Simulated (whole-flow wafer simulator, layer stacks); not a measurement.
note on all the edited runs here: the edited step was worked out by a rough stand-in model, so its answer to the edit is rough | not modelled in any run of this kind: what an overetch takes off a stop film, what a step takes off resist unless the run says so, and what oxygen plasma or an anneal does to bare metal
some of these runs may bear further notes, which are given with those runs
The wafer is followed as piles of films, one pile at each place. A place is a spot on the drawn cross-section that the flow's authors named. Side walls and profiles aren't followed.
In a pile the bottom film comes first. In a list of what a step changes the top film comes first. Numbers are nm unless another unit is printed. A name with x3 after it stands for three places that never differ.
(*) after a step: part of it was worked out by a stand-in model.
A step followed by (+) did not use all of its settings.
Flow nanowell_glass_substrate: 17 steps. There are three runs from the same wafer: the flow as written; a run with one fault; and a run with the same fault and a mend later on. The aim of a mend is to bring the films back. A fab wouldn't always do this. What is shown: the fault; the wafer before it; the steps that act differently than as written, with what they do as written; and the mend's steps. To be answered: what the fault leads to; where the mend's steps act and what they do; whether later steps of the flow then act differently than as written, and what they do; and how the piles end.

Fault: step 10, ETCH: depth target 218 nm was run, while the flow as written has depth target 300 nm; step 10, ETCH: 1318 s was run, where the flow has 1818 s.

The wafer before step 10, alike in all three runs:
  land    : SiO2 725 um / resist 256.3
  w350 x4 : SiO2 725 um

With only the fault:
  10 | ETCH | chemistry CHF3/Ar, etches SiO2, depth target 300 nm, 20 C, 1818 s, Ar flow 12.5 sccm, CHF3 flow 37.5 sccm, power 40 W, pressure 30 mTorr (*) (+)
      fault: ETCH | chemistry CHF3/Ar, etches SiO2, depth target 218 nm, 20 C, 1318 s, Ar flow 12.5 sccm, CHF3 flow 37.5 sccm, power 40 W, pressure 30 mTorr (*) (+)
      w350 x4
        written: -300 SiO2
        fault: -218 SiO2
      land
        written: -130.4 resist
        fault: -94.8 resist
  Later steps of the flow acting differently than as written:
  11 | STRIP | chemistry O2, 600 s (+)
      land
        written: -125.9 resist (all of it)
        fault: -161.6 resist (all of it)
  When the end is reached, the piles differ only a little from the flow's at the places that both follow, at most by 2% or 0.5 nm, whichever is larger.

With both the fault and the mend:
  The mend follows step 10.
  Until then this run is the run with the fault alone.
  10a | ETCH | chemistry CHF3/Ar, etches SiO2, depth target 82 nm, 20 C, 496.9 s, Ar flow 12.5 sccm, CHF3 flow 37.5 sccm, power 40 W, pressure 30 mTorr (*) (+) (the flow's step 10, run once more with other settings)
      w350 x4
        -82 SiO2
      land
        -35.7 resist
  Every later step of the flow that is run acts as written at every place that is followed.
  By the end, the piles equal the flow's at every place that both follow.
